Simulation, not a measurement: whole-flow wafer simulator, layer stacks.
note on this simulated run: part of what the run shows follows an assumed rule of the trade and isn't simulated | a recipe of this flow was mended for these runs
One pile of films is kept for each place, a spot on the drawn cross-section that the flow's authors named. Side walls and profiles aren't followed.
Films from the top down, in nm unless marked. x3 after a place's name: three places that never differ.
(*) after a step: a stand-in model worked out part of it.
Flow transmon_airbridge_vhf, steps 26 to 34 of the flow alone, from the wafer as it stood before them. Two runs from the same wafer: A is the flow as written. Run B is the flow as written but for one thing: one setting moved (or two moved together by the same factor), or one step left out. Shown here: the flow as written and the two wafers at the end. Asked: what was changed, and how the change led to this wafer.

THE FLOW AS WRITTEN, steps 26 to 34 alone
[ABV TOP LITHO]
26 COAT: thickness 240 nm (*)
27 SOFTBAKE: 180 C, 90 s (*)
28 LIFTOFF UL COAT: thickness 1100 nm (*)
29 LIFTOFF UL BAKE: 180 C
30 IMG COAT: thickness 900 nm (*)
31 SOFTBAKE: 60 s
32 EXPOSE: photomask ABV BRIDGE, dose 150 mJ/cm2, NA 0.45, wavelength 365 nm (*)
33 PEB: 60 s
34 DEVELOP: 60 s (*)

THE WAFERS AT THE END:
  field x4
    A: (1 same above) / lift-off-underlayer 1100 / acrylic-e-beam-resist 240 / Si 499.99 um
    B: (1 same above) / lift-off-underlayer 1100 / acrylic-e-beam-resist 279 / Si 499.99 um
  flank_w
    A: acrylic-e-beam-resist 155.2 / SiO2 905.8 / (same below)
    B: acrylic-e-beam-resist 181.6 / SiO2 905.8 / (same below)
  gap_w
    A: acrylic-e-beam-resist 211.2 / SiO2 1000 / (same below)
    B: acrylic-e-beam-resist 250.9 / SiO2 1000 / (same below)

The cause: step 26, COAT: thickness 279 nm was run, where the flow has thickness 240 nm.
It can be read off the wafer: field x4 has acrylic-e-beam-resist 279, and step 26 as written asks for 240 nm.

How the change led to this, step by step:
  26 COAT: thickness 240 nm (*)
      field x4, trace_open_s x2: A acrylic-e-beam-resist +240 (new film) | B acrylic-e-beam-resist +279 (new film)
      flank_w, flank_e: A acrylic-e-beam-resist +155.2 (new film) | B acrylic-e-beam-resist +181.6 (new film)
      (and at 9 more places)
